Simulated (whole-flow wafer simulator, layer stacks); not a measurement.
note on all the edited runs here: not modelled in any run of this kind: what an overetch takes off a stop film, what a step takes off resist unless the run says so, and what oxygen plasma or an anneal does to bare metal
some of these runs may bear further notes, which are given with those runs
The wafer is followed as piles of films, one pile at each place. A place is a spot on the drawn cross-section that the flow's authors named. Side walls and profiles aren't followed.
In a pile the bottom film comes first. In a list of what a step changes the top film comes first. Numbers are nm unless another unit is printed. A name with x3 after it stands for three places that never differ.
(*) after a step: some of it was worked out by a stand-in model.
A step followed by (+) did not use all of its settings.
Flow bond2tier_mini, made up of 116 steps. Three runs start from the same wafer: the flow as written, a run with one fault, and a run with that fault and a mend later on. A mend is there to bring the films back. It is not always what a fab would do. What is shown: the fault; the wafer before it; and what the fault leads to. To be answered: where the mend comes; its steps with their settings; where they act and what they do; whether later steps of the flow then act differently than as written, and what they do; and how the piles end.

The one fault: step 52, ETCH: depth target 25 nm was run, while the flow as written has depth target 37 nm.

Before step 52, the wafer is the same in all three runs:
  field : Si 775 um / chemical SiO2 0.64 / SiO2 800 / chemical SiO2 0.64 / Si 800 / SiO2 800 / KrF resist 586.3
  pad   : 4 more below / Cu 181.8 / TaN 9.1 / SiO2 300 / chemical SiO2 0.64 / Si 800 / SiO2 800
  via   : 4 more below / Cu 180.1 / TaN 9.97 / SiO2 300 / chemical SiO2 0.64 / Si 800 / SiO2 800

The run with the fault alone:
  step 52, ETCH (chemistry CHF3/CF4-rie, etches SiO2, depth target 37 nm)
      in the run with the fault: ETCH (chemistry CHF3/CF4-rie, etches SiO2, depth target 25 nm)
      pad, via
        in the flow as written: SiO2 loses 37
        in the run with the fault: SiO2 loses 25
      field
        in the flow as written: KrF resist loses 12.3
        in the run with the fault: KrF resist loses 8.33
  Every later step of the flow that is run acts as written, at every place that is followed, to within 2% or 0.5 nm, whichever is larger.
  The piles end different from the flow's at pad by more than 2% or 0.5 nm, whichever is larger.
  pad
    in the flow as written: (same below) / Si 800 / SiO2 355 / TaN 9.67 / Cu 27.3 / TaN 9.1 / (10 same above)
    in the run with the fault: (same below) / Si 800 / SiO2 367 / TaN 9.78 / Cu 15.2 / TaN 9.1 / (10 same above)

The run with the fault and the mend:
  After step 53 comes the mend.
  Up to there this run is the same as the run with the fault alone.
  step 53a, COAT (KrF resist, thickness 600 nm) (*) (the flow's step 47, run once more)
      field
        KrF resist gains 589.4 (new film)
      pad
        KrF resist gains 611.1 (new film)
      via
        KrF resist gains 609.7 (new film)
  step 53b, SOFTBAKE (KrF resist) (the flow's step 48, run once more)
      alters no film at any place that is followed
  step 53c, EXPOSE (photomask T2TRIM, NA 0.6) (the flow's step 49, run once more)
      alters no film at any place that is followed
  step 53d, PEB (KrF resist) (the flow's step 50, run once more)
      alters no film at any place that is followed
  step 53e, DEVELOP (developer TMAH-0.26N, 60 s) (the flow's step 51, run once more)
      field
        KrF resist loses 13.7
      pad
        KrF resist loses 611.1 (all of it)
      via
        KrF resist loses 609.7 (all of it)
  step 53f, ETCH (chemistry CHF3/CF4-rie, etches SiO2, depth target 12 nm) (the flow's step 52, run once more with other settings)
      pad, via
        SiO2 loses 12
      field
        KrF resist loses 4
  step 53g, STRIP (chemistry O2, over-ash 100%) (+) (the flow's step 53, run once more)
      field
        KrF resist loses 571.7 (all of it)
  Every later step of the flow that is run acts as written at every place that is followed.
  At every place that both follow, the piles at the end match the flow's.
